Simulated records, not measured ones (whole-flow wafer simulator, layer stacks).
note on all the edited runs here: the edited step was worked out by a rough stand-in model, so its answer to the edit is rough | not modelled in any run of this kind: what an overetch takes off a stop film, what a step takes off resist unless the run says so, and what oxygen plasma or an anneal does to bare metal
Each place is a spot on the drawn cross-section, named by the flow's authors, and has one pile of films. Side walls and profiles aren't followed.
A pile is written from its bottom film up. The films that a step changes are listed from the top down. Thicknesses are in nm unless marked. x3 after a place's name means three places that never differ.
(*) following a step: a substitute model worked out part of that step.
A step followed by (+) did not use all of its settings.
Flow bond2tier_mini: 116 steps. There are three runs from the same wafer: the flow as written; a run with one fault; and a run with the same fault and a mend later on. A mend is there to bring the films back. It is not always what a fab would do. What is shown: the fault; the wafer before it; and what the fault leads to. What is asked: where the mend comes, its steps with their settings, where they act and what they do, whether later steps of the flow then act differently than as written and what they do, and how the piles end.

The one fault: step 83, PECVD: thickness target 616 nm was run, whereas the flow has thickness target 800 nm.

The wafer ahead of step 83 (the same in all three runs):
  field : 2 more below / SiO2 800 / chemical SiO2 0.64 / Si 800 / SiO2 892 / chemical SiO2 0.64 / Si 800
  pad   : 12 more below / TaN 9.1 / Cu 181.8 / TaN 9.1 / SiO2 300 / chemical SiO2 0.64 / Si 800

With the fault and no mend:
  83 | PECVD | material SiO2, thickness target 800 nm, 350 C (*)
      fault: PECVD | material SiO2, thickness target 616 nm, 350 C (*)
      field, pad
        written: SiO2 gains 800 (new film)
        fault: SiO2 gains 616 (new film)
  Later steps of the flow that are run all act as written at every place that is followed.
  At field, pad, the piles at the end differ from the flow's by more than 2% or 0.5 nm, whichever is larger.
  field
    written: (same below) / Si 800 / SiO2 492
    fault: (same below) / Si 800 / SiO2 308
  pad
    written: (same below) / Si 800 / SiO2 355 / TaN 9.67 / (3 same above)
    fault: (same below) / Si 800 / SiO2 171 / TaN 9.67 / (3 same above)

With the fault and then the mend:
  After step 88 comes the mend.
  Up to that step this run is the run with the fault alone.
  88a | STRIP | chemistry O2, over-ash 100% (+)
      field
        KrF resist loses 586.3 (all of it)
  88b | PECVD | material SiO2, thickness target 184 nm, 350 C (the flow's step 83 again, with other settings)
      field, pad
        SiO2 gains 184
  88c | COAT | KrF resist, thickness 600 nm (the flow's step 84 again)
      field, pad
        KrF resist gains 600 (new film)
  88d | SOFTBAKE | KrF resist (the flow's step 85 again)
      alters no film at any place that is followed
  88e | EXPOSE | photomask T3TRIM, NA 0.6 (the flow's step 86 again)
      alters no film at any place that is followed
  88f | PEB | KrF resist (the flow's step 87 again)
      alters no film at any place that is followed
  88g | DEVELOP | developer TMAH-0.26N, 60 s (the flow's step 88 again)
      field
        KrF resist loses 13.7
      pad
        KrF resist loses 600 (all of it)
  Later steps of the flow that are run all act as written at every place that is followed.
  By the end, the piles equal the flow's at every place that both follow.
